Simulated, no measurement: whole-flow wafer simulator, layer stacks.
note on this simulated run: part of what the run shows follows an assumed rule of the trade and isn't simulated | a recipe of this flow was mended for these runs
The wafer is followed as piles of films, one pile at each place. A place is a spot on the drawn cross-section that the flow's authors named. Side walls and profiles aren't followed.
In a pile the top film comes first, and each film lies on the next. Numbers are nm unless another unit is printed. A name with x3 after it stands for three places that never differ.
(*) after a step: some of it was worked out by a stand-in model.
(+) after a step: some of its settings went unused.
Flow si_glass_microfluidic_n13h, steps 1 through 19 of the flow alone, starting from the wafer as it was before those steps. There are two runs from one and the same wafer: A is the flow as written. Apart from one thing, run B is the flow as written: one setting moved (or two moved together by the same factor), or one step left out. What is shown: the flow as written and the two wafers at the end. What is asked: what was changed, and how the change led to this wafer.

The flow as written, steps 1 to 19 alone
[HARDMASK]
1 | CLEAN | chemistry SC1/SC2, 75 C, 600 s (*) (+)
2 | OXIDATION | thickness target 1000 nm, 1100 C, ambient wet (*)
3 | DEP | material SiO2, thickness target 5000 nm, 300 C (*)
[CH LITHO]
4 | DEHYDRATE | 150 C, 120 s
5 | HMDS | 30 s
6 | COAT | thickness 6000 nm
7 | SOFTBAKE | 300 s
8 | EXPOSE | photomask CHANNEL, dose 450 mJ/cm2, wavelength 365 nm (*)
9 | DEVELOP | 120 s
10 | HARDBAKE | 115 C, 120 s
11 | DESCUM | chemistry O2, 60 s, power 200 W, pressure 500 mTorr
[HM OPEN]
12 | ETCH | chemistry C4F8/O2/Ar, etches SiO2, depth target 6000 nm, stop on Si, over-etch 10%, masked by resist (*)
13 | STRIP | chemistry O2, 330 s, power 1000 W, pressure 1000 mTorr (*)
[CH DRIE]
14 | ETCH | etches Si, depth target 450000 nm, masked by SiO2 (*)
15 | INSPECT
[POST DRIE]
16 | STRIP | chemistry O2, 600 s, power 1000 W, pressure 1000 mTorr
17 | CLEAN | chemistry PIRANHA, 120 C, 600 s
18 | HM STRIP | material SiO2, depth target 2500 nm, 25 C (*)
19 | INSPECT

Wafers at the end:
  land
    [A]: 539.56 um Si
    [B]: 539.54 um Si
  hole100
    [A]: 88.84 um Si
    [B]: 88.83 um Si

Cause: step 2, OXIDATION: 1112 C was run, whereas the flow has 1100 C.

The path from the change to this, step by step:
  2 | OXIDATION | thickness target 1000 nm, 1100 C, ambient wet (*)
      land, hole100: A SiO2 gains 1000 (new film), chemical SiO2 loses 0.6 (all of it), Si loses 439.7 | B SiO2 gains 1038.9 (new film), chemical SiO2 loses 0.6 (all of it), Si loses 456.8
  12 | ETCH | chemistry C4F8/O2/Ar, etches SiO2, depth target 6000 nm, stop on Si, over-etch 10%, masked by resist (*)
      hole100: A SiO2 loses 6000 (all of it), Si loses 75 | B SiO2 loses 6038.9 (all of it), Si loses 70.1
  18 | HM STRIP | material SiO2, depth target 2500 nm, 25 C (*)
      land: A SiO2 loses 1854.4 (all of it) | B SiO2 loses 1893.2 (all of it)
